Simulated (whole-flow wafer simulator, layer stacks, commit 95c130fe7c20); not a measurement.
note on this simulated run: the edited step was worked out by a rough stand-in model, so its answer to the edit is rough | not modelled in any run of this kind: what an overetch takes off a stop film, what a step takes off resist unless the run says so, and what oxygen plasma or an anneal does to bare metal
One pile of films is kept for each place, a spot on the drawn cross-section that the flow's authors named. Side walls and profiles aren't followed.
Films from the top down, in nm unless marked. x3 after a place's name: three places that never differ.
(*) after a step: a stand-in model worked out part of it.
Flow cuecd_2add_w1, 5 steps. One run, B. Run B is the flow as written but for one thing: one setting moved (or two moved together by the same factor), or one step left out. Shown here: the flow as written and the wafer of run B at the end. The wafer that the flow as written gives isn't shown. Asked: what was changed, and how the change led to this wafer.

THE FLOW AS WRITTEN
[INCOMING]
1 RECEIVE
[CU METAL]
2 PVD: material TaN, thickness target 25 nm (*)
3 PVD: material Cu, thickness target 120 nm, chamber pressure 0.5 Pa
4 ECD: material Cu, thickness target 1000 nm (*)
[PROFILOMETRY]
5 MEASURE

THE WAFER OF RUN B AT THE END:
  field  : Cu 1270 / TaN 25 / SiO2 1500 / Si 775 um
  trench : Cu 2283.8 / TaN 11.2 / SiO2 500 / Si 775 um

The cause: step 4, ECD: thickness target 1150 nm was run, where the flow has thickness target 1000 nm.

How the change led to this, step by step:
  4 ECD: material Cu, thickness target 1000 nm (*)
      field: Cu +1150 (as written it would be: Cu +1000)
      trench: Cu +2230.2 (as written it would be: Cu +2080.2)
